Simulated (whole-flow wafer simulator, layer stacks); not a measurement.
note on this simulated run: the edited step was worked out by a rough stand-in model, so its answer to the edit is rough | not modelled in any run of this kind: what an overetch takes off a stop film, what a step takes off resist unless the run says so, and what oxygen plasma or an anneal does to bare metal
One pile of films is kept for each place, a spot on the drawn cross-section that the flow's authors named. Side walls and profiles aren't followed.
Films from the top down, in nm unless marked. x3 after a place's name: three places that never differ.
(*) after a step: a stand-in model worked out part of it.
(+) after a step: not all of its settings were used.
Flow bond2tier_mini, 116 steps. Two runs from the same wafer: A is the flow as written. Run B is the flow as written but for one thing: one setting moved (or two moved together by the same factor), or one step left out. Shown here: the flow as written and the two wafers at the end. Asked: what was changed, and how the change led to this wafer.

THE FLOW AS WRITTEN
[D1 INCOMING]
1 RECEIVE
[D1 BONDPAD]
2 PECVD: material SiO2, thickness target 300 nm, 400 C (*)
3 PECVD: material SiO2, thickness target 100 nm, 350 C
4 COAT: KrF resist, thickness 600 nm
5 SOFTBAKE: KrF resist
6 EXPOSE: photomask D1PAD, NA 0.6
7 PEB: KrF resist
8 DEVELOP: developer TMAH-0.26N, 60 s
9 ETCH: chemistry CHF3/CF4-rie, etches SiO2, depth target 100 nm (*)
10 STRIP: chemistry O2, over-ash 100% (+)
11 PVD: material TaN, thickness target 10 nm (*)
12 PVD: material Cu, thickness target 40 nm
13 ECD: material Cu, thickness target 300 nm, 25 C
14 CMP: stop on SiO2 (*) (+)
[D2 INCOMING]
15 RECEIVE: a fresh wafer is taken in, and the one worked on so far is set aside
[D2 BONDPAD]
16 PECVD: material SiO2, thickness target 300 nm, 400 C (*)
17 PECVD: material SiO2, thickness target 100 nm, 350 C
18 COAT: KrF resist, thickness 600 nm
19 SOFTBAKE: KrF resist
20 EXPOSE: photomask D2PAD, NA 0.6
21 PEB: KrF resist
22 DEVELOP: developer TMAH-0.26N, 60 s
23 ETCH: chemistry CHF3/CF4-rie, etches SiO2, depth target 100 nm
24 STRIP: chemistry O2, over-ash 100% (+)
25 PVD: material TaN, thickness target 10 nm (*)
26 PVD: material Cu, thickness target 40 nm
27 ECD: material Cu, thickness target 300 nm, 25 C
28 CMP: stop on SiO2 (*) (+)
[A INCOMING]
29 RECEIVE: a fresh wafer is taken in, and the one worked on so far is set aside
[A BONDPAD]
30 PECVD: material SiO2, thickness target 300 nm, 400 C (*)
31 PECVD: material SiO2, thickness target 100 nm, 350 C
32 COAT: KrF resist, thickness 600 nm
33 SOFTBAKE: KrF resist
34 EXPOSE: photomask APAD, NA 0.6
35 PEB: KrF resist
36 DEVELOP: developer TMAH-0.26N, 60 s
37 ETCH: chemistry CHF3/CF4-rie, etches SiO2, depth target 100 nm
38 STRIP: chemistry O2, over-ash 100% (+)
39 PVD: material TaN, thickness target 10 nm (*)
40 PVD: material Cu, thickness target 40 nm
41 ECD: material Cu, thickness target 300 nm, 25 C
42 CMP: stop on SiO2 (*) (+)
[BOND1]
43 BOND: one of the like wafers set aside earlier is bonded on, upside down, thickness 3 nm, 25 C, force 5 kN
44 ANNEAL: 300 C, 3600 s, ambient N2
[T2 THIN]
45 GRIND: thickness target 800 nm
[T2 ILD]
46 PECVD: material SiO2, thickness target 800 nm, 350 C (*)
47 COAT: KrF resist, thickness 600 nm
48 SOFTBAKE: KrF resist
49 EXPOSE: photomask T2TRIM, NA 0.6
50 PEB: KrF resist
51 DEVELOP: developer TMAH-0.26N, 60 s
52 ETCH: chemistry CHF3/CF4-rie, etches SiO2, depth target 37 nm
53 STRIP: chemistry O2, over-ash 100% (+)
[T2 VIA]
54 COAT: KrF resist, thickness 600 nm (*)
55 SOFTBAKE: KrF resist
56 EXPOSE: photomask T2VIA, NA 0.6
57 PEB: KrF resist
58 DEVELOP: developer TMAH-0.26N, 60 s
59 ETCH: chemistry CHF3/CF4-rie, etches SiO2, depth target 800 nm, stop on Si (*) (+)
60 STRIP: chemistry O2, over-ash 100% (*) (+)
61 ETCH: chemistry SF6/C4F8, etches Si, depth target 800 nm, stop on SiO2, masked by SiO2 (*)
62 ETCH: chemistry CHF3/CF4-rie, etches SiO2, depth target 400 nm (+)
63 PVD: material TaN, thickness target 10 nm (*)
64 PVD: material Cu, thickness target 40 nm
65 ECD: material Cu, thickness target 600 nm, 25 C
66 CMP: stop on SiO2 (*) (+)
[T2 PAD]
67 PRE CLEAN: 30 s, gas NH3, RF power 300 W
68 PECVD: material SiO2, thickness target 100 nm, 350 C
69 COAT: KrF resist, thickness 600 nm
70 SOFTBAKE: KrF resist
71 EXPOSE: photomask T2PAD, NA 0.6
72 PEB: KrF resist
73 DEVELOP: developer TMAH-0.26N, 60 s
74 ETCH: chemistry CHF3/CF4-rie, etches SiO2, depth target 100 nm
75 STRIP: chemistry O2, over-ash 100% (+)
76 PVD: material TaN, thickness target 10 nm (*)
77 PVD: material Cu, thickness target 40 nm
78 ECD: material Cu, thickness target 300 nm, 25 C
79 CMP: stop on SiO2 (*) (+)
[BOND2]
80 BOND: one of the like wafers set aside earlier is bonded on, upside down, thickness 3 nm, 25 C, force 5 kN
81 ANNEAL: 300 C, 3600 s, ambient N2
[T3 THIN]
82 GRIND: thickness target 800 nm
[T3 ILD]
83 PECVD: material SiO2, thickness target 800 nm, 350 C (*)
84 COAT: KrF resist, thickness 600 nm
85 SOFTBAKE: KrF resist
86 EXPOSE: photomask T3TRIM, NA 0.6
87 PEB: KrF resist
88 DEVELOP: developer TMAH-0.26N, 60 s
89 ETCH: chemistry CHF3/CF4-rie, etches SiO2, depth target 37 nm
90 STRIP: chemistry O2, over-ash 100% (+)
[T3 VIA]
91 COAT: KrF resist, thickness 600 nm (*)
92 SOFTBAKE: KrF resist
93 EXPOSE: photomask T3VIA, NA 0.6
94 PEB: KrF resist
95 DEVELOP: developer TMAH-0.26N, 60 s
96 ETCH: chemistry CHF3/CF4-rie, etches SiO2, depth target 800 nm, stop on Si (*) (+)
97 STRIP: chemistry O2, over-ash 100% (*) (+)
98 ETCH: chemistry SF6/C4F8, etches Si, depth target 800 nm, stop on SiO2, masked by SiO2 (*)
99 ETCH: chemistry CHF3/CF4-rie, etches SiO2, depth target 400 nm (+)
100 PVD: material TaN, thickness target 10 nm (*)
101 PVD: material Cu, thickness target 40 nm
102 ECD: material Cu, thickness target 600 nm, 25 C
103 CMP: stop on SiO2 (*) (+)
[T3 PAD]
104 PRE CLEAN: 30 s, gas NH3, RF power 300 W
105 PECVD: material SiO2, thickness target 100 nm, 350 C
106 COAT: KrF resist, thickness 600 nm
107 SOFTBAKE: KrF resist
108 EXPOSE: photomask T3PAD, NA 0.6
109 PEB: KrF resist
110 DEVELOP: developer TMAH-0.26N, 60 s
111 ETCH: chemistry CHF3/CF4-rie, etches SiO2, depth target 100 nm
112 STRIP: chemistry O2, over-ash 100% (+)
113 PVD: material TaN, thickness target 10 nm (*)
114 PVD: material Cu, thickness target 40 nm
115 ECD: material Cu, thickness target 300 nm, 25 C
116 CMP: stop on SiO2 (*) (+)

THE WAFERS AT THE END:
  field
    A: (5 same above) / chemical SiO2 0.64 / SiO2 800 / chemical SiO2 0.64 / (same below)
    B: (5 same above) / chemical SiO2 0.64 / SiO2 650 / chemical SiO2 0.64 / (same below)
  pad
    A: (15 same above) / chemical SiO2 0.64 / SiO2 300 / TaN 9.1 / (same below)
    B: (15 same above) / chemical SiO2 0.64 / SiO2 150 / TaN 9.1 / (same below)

The cause: step 2, PECVD: thickness target 150 nm was run, where the flow has thickness target 300 nm.
It can be read off the wafer: pad has SiO2 150, and step 2 as written asks for 300 nm.

How the change led to this, step by step:
  2 PECVD: material SiO2, thickness target 300 nm, 400 C (*)
      field, pad, via: A SiO2 +300 (new film) | B SiO2 +150 (new film)
  43 BOND: one of the like wafers set aside earlier is bonded on, upside down, thickness 3 nm, 25 C, force 5 kN
      field: A Si +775 um (new film), chemical SiO2 +0.64 (new film), SiO2 +400 | B Si +775 um (new film), chemical SiO2 +0.64 (new film), SiO2 +250
      pad: A Si +775 um (new film), chemical SiO2 +0.64 (new film), SiO2 +300 (new film), TaN +9.1 (new film), Cu +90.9 | B Si +775 um (new film), chemical SiO2 +0.64 (new film), SiO2 +150 (new film), TaN +9.1 (new film), Cu +90.9
      (and at 1 more place)
